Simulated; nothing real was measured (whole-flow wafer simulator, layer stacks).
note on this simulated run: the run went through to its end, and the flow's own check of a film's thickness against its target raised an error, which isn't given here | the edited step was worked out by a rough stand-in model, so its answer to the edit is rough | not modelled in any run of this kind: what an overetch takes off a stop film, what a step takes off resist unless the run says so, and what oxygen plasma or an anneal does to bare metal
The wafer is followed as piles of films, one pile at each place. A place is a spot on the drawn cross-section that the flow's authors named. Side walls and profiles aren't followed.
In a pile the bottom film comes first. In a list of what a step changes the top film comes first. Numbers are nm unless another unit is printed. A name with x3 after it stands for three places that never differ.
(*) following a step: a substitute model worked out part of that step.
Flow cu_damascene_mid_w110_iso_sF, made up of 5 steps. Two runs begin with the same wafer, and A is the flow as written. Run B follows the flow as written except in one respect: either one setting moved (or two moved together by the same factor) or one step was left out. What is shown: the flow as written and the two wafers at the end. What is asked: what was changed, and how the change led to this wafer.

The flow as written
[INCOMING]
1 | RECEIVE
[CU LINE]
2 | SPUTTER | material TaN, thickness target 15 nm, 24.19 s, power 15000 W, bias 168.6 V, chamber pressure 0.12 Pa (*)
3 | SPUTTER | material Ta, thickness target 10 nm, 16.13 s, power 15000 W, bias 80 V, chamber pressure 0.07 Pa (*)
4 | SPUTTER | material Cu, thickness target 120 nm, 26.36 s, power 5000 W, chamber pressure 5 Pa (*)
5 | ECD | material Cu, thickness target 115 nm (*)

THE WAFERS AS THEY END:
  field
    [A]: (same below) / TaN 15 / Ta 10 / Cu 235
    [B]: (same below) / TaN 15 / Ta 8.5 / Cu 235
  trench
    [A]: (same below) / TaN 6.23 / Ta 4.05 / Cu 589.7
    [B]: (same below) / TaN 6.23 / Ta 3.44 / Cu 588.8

Cause: step 3, SPUTTER: thickness target 8.5 nm was run, though the flow has thickness target 10 nm; step 3, SPUTTER: 13.71 s was run, where the flow has 16.13 s.
The wafer lets one read it off: field has Ta 8.5, and step 3 as written asks for 10 nm.

Step by step, how the change led to this:
  3 | SPUTTER | material Ta, thickness target 10 nm, 16.13 s, power 15000 W, bias 80 V, chamber pressure 0.07 Pa (*)
      field: A +10 Ta (new film) | B +8.5 Ta (new film)
      trench: A +4.05 Ta (new film) | B +3.44 Ta (new film)
